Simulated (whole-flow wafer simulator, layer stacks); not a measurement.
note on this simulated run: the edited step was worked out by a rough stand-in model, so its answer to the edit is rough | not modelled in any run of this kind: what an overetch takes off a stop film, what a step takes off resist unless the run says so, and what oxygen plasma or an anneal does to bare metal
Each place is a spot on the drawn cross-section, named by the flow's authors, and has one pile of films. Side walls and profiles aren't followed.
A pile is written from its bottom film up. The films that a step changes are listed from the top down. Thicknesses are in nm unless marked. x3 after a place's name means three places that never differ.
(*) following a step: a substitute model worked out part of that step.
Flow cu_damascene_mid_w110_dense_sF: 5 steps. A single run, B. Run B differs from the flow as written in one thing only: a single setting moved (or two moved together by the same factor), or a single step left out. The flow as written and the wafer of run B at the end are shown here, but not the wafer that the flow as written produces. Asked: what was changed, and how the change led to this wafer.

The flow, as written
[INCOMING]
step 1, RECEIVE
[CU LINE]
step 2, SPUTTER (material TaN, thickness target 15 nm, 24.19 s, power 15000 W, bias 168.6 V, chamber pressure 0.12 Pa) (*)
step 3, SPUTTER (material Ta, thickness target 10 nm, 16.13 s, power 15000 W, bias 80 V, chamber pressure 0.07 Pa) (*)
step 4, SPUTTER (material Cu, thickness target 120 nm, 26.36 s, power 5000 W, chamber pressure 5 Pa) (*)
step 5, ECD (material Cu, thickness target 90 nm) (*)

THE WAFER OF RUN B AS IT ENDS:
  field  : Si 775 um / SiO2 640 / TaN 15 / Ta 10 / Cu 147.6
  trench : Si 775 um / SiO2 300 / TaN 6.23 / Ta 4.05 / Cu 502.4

What caused this: step 4, SPUTTER: 13.18 s was run, while the flow as written has 26.36 s.

Step by step, how the change led to this:
  step 4, SPUTTER (material Cu, thickness target 120 nm, 26.36 s, power 5000 W, chamber pressure 5 Pa) (*)
      field: Cu gains 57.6 (new film) (in the flow as written it would be: Cu gains 120 (new film))
      trench: Cu gains 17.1 (new film) (in the flow as written it would be: Cu gains 35.7 (new film))
  step 5, ECD (material Cu, thickness target 90 nm) (*)
      trench: Cu gains 485.2 (in the flow as written it would be: Cu gains 529)
